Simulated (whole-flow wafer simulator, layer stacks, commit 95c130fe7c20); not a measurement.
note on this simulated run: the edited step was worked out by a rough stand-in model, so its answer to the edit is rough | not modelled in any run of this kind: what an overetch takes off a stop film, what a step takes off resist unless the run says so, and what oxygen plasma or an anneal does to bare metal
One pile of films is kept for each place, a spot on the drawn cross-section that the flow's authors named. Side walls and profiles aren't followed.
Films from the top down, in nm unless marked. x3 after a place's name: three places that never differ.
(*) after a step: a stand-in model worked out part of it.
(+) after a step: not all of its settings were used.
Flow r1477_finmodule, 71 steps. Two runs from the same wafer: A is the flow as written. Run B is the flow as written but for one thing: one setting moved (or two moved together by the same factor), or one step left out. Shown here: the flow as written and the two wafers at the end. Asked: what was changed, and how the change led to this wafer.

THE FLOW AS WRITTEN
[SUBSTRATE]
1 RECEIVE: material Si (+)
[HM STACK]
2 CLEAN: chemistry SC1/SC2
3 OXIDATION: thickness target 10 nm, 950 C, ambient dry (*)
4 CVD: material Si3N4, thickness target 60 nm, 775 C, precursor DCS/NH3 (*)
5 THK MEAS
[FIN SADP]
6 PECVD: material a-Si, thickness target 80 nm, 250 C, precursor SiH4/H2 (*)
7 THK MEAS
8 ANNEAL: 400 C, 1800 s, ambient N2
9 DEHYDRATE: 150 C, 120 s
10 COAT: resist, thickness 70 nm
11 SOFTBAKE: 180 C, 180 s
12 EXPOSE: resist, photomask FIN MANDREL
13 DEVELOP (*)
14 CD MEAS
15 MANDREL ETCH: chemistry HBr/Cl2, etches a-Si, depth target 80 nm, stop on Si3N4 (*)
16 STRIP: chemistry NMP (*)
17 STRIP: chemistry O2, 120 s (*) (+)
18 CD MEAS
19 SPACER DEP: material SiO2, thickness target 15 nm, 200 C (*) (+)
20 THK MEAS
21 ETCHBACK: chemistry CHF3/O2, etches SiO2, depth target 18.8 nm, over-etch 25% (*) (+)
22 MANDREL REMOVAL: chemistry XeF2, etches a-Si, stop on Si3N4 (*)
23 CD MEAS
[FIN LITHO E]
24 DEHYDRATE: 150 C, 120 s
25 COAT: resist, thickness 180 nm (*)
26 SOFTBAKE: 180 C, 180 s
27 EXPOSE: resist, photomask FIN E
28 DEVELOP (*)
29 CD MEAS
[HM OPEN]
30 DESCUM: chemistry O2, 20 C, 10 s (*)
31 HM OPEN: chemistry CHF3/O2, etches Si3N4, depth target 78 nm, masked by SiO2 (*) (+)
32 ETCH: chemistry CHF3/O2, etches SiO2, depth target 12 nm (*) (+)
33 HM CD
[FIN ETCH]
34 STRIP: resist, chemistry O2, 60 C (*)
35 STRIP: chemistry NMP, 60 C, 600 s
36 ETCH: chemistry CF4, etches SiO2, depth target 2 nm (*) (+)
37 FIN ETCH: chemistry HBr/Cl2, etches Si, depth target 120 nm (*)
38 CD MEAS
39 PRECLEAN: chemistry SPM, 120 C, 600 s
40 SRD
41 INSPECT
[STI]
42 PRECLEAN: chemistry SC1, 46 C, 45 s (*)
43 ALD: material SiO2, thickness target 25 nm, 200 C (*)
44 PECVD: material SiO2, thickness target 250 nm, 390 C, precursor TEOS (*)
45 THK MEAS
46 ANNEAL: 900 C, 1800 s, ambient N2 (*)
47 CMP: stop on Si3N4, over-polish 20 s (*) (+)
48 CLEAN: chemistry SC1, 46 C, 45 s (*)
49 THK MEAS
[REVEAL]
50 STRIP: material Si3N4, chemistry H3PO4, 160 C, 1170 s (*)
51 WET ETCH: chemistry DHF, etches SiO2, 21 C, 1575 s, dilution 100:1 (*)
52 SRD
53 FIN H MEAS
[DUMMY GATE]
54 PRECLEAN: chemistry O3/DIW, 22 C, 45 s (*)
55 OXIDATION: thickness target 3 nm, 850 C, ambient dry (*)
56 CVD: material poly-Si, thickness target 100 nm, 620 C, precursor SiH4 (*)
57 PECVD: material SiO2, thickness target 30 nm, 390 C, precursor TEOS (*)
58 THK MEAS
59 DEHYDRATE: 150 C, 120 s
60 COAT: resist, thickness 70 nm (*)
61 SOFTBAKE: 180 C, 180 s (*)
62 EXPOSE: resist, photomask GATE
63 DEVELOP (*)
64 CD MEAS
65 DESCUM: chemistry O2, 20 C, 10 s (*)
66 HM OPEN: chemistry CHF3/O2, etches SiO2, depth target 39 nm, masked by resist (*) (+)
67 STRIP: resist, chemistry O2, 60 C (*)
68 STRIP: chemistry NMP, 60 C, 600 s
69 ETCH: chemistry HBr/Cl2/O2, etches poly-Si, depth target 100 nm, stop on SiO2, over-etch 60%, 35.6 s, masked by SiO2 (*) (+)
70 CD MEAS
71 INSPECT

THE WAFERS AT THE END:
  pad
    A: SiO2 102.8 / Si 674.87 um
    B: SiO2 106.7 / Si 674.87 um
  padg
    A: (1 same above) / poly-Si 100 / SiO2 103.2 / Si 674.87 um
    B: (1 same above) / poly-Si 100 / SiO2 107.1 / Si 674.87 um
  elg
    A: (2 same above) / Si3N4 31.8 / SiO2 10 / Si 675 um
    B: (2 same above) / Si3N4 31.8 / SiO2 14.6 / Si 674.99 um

The cause: step 3, OXIDATION: thickness target 14.6 nm was run, where the flow has thickness target 10 nm.
It can be read off the wafer: elg has SiO2 14.6, and step 3 as written asks for 10 nm.

How the change led to this, step by step:
  3 OXIDATION: thickness target 10 nm, 950 C, ambient dry (*)
      pad, padg, elg and 33 more: A SiO2 +10 (new film), chemical SiO2 -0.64 (all of it), Si -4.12 | B SiO2 +14.6 (new film), chemical SiO2 -0.64 (all of it), Si -6.14
  31 HM OPEN: chemistry CHF3/O2, etches Si3N4, depth target 78 nm, masked by SiO2 (*) (+)
      pad, padg, esg and 13 more: A Si3N4 -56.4 (all of it), SiO2 -10 (all of it) | B Si3N4 -56.4 (all of it), SiO2 -10.8
  32 ETCH: chemistry CHF3/O2, etches SiO2, depth target 12 nm (*) (+)
      pad, padg, e40sg and 11 more: A Si -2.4 | B SiO2 -3.79 (all of it), Si -1.64
      esg, eso: A Si -1.77 | B SiO2 -3.79 (all of it), Si -1.64
      (and at 6 more places)
  43 ALD: material SiO2, thickness target 25 nm, 200 C (*)
      esg: A SiO2 +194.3 (new film) | B SiO2 +198.7 (new film)
  47 CMP: stop on Si3N4, over-polish 20 s (*) (+)
      pad, padg, e40sg and 11 more: A SiO2 -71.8 | B SiO2 -67.9
      eso: A SiO2 -72.4 | B SiO2 -67.9
  51 WET ETCH: chemistry DHF, etches SiO2, 21 C, 1575 s, dilution 100:1 (*)
      s40sg_line, s45sg_line, s50sg_line, s40so_line, s45so_line, s50so_line: A SiO2 -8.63 (all of it) | B SiO2 -13.2 (all of it)
  56 CVD: material poly-Si, thickness target 100 nm, 620 C, precursor SiH4 (*)
      s40cg, s40co: A poly-Si +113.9 (new film) | B poly-Si +109.3 (new film)
      s45cg, s45co: A poly-Si +113.4 (new film) | B poly-Si +108.8 (new film)
      (and at 2 more places)
  60 COAT: resist, thickness 70 nm (*)
      s40sg, s45sg, s40so, s45so: A resist +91 (new film) | B resist +86.6 (new film)
      s50sg, s50so: A resist +90.9 (new film) | B resist +86.4 (new film)
  63 DEVELOP (*)
      s40so, s45so: A resist -91 (all of it) | B resist -86.6 (all of it)
      s50so: A resist -90.9 (all of it) | B resist -86.4 (all of it)
  67 STRIP: resist, chemistry O2, 60 C (*)
      s40sg: A resist -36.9 (all of it) | B resist -32.5 (all of it)
      s45sg: A resist -36.9 (all of it) | B resist -32.4 (all of it)
      (and at 1 more place)
  69 ETCH: chemistry HBr/Cl2/O2, etches poly-Si, depth target 100 nm, stop on SiO2, over-etch 60%, 35.6 s, masked by SiO2 (*) (+)
      s40co: A chemical SiO2 -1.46 (all of it), poly-Si -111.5 (all of it), SiO2 -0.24 | B chemical SiO2 -1.46 (all of it), poly-Si -106.9 (all of it), SiO2 -0.27
      s45co: A chemical SiO2 -1.46 (all of it), poly-Si -110.9 (all of it), SiO2 -0.25 | B chemical SiO2 -1.46 (all of it), poly-Si -106.3 (all of it), SiO2 -0.27
      (and at 1 more place)
